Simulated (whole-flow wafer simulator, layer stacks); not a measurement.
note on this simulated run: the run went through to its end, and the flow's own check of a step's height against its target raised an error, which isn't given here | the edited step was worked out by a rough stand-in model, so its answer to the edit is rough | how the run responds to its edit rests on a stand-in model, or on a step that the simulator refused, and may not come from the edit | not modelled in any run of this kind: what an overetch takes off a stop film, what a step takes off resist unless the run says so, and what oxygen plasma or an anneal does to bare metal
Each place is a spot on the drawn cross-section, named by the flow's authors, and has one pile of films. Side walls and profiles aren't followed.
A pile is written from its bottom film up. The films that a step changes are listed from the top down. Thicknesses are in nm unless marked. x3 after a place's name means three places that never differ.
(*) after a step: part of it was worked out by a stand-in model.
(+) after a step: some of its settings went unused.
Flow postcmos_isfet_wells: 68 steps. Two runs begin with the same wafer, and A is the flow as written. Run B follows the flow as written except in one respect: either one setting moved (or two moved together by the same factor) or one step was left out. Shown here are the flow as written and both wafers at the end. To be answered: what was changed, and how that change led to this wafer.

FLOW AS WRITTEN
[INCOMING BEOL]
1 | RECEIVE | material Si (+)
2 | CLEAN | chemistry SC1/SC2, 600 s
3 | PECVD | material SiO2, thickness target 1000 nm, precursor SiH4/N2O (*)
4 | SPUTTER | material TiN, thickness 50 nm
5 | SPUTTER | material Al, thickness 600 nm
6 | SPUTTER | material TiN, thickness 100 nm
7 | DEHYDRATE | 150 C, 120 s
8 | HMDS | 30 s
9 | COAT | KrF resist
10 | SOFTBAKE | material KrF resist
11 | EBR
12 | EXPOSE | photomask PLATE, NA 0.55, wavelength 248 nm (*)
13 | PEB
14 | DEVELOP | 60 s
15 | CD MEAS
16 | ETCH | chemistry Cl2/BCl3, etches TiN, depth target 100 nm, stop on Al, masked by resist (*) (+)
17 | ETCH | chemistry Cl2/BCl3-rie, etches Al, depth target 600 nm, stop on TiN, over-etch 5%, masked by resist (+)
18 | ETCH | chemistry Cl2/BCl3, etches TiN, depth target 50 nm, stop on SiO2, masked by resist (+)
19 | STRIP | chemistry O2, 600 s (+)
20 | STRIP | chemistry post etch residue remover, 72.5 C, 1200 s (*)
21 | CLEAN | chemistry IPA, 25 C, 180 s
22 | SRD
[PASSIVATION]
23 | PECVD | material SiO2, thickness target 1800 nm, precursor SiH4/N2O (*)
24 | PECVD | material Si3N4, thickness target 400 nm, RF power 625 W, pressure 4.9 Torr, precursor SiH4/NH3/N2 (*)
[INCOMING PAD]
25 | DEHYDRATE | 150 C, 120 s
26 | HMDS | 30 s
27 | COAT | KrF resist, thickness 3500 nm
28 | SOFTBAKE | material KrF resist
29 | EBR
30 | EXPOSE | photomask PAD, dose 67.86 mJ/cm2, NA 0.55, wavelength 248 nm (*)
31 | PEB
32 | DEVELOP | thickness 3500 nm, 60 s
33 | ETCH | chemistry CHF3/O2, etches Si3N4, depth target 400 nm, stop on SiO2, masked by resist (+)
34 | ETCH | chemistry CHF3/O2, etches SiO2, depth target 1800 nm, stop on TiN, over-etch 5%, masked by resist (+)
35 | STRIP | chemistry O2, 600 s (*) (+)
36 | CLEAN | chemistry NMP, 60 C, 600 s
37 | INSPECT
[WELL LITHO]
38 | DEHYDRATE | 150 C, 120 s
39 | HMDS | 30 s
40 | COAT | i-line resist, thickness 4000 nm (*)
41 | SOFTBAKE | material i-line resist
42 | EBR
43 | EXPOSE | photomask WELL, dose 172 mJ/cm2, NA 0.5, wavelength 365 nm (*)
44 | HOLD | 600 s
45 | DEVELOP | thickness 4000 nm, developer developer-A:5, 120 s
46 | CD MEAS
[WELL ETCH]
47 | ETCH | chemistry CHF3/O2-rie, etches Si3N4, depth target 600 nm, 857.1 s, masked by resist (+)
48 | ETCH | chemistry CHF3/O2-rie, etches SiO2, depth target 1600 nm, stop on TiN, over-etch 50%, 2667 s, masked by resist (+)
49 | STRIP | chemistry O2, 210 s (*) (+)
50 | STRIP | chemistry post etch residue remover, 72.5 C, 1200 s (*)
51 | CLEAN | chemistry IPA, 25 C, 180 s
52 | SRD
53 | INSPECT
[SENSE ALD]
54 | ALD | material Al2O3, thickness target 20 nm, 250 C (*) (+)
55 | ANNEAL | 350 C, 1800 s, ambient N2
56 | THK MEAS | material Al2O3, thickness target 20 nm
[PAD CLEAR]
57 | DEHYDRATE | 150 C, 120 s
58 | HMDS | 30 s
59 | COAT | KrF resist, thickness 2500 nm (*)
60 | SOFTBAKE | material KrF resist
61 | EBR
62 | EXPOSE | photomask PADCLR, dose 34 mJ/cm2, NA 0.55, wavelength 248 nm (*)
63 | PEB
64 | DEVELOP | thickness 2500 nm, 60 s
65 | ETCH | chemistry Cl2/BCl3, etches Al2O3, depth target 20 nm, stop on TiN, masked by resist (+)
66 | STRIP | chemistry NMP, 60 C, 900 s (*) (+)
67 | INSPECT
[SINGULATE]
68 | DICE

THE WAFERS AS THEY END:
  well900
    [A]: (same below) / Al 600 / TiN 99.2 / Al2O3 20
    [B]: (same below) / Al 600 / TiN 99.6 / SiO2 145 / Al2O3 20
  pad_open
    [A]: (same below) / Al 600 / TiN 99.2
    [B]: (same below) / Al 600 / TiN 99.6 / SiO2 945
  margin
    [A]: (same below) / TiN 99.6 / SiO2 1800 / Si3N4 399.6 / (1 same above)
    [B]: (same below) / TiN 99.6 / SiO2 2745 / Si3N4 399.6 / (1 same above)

The reason: step 23, PECVD: thickness target 2745 nm was run, though the flow has thickness target 1800 nm.
The wafer lets one read it off: margin has SiO2 2745, and step 23 as written asks for 1800 nm.

How this came from the change, step by step:
  23 | PECVD | material SiO2, thickness target 1800 nm, precursor SiH4/N2O (*)
      margin, well900, well1300 x3, pad_rim, pad_clr, pad_open: A SiO2 gains 1800 (new film) | B SiO2 gains 2745 (new film)
      field: A SiO2 gains 1800 (new film), void gains 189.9 (new film), SiO2 gains 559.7 | B SiO2 gains 2745 (new film), void gains 189.7 (new film), SiO2 gains 559.8
  34 | ETCH | chemistry CHF3/O2, etches SiO2, depth target 1800 nm, stop on TiN, over-etch 5%, masked by resist (+)
      pad_open: A SiO2 loses 1800 (all of it) | B SiO2 loses 1800
  48 | ETCH | chemistry CHF3/O2-rie, etches SiO2, depth target 1600 nm, stop on TiN, over-etch 50%, 2667 s, masked by resist (+)
      well900, well1300 x3: A SiO2 loses 1600 (all of it) | B SiO2 loses 2400
  59 | COAT | KrF resist, thickness 2500 nm (*)
      field: A KrF resist gains 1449 (new film) | B KrF resist gains 1067 (new film)
      margin: A KrF resist gains 1448.9 (new film) | B KrF resist gains 1066.9 (new film)
  63 | PEB
      field, margin: A KrF resist loses 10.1 | B KrF resist loses 7.38
  66 | STRIP | chemistry NMP, 60 C, 900 s (*) (+)
      field: A KrF resist loses 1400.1 (all of it) | B KrF resist loses 1020.9 (all of it)
      margin: A KrF resist loses 1400.1 (all of it) | B KrF resist loses 1020.8 (all of it)
